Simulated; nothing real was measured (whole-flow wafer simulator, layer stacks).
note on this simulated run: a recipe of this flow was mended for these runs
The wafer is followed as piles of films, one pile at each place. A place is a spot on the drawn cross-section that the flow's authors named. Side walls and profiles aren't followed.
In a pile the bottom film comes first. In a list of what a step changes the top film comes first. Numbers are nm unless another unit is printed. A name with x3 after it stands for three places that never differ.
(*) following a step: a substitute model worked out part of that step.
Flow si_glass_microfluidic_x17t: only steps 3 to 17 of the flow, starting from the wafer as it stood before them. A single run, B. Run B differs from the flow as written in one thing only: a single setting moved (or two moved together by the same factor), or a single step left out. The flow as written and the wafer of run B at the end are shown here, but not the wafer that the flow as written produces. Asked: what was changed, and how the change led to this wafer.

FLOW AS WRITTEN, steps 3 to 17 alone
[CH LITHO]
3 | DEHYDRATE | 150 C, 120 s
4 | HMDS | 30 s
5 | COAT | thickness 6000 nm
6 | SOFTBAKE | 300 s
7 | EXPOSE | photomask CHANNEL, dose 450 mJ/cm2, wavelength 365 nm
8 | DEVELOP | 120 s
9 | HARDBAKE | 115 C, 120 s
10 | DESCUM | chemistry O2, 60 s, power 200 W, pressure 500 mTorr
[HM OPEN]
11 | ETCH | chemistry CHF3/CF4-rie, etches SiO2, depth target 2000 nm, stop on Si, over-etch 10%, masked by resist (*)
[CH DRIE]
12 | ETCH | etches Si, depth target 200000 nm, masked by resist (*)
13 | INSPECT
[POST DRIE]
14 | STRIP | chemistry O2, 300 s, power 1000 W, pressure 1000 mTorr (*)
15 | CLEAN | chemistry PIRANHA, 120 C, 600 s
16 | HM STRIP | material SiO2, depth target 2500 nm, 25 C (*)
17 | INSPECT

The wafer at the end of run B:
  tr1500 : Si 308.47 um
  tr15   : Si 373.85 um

Cause: step 5, COAT: thickness 5280 nm was run, though the flow has thickness 6000 nm.

Step by step, how the change led to this:
  5 | COAT | thickness 6000 nm
      land, tr110, tr1500, tr15: thick-i-line-resist gains 5280 (new film) (as written it would have been: thick-i-line-resist gains 6000 (new film))
  8 | DEVELOP | 120 s
      tr110, tr1500, tr15: thick-i-line-resist loses 5280 (all of it) (as written it would have been: thick-i-line-resist loses 6000 (all of it))
  9 | HARDBAKE | 115 C, 120 s
      land: thick-i-line-resist loses 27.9 (as written it would have been: thick-i-line-resist loses 33.5)
  12 | ETCH | etches Si, depth target 200000 nm, masked by resist (*)
      tr1500: Si loses 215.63 um (as written it would have been: Si loses 215.73 um)
      tr15: Si loses 150.25 um (as written it would have been: Si loses 149.99 um)
  14 | STRIP | chemistry O2, 300 s, power 1000 W, pressure 1000 mTorr (*)
      land: thick-i-line-resist loses 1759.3 (all of it) (as written it would have been: thick-i-line-resist loses 2472.3 (all of it))
